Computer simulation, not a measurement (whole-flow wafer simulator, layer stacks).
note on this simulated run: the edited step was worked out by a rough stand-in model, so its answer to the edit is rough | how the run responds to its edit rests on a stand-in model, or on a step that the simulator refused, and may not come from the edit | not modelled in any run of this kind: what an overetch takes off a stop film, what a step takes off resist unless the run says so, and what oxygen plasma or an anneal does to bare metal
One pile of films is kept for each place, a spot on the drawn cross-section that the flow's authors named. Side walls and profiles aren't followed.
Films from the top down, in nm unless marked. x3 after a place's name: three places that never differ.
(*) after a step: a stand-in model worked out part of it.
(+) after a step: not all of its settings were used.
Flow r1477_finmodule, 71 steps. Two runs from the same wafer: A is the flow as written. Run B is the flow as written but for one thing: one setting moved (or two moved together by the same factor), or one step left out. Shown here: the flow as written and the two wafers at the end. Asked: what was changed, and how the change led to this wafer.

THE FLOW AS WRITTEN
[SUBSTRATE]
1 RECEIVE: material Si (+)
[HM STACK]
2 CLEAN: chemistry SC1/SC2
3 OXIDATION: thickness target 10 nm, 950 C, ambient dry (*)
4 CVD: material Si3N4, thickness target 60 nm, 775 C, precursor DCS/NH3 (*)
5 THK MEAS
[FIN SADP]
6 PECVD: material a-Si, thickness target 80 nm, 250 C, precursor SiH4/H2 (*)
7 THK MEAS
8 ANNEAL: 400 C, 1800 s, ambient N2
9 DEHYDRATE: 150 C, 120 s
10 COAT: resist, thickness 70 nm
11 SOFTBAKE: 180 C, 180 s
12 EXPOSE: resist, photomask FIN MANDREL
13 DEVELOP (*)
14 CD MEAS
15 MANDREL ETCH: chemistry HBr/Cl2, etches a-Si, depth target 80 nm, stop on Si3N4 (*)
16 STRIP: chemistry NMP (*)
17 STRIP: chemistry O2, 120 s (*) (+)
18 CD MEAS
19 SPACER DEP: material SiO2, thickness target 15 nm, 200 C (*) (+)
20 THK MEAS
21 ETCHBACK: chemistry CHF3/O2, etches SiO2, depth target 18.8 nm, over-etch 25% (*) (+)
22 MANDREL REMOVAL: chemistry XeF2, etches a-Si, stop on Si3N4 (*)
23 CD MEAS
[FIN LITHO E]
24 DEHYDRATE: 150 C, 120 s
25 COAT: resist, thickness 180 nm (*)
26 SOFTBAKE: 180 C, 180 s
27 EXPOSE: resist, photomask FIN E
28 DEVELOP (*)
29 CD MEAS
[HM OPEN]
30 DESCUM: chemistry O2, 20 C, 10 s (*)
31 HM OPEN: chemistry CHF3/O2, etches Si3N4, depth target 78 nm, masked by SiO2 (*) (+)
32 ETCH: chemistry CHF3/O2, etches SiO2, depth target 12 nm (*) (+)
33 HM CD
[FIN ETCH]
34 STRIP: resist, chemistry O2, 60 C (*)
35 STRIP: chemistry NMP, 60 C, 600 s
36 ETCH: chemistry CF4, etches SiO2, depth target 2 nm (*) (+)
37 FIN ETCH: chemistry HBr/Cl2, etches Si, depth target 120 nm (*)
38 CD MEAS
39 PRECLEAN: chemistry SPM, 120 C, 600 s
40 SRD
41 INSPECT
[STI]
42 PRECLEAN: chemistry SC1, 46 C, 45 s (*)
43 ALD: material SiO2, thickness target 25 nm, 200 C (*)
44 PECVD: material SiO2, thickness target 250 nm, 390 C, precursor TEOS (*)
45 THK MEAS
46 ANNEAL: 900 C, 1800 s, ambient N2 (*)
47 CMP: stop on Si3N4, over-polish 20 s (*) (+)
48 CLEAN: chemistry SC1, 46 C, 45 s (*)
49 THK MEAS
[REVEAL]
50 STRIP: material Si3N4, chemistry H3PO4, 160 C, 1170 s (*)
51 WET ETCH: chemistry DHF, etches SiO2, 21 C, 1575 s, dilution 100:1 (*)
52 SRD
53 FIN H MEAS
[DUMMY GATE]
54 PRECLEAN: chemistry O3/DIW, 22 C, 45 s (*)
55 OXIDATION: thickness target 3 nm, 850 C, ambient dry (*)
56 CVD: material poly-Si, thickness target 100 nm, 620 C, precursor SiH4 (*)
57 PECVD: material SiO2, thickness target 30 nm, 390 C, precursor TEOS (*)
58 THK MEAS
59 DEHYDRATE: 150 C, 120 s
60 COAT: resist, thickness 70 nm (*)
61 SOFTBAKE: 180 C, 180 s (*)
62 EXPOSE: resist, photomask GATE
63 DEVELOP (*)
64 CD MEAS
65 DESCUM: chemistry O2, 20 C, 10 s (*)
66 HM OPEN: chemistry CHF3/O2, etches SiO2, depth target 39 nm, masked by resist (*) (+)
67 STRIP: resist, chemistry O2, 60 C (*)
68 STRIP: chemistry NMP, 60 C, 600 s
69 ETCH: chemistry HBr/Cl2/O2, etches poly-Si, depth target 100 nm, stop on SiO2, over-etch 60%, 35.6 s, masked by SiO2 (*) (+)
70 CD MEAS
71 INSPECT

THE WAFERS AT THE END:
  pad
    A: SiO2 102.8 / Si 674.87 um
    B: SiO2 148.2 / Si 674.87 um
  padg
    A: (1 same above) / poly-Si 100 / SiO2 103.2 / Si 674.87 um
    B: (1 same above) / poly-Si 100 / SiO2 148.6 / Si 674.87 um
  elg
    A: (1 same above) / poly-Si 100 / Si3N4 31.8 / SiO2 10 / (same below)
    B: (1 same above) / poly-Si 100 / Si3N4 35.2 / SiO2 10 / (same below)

The cause: step 51, WET ETCH: 740 s was run, where the flow has 1575 s.

How the change led to this, step by step:
  51 WET ETCH: chemistry DHF, etches SiO2, 21 C, 1575 s, dilution 100:1 (*)
      pad, padg, e40sg and 12 more: A SiO2 -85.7 | B SiO2 -40.3
      elg, e40lg, e100lg, e200lg, elo, e40lo, e100lo, e200lo: A SiO2 -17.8 (all of it), Si3N4 -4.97 | B SiO2 -17.8 (all of it), Si3N4 -1.57
      (and at 7 more places)
  56 CVD: material poly-Si, thickness target 100 nm, 620 C, precursor SiH4 (*)
      s40sg_line, s45sg_line, s50sg_line, s40so_line, s45so_line, s50so_line: A poly-Si +100 (new film) | B poly-Si +122.9 (new film)
      s40cg, s40co: A poly-Si +113.9 (new film) | B poly-Si +100 (new film)
      (and at 5 more places)
  60 COAT: resist, thickness 70 nm (*)
      e40lg, e100lg, elo, e40lo, e100lo: A resist +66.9 (new film) | B resist +69 (new film)
      e40sg, eso, e40so: A resist +129.5 (new film) | B resist +89.6 (new film)
      (and at 22 more places)
  63 DEVELOP (*)
      elo, e40lo, e100lo: A resist -66.9 (all of it) | B resist -69 (all of it)
      eso, e40so: A resist -129.5 (all of it) | B resist -89.6 (all of it)
      (and at 11 more places)
  67 STRIP: resist, chemistry O2, 60 C (*)
      e40lg, e100lg: A resist -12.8 (all of it) | B resist -14.9 (all of it)
      e40sg: A resist -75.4 (all of it) | B resist -35.5 (all of it)
      (and at 12 more places)
  69 ETCH: chemistry HBr/Cl2/O2, etches poly-Si, depth target 100 nm, stop on SiO2, over-etch 60%, 35.6 s, masked by SiO2 (*) (+)
      s40so_line, s45so_line, s50so_line: A chemical SiO2 -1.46 (all of it), poly-Si -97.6 (all of it), SiO2 -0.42 | B chemical SiO2 -1.21 (all of it), poly-Si -120.5 (all of it), SiO2 -0.2
      s40co: A chemical SiO2 -1.46 (all of it), poly-Si -111.5 (all of it), SiO2 -0.24 | B chemical SiO2 -1.21 (all of it), poly-Si -97.7 (all of it), SiO2 -0.42
      (and at 2 more places)
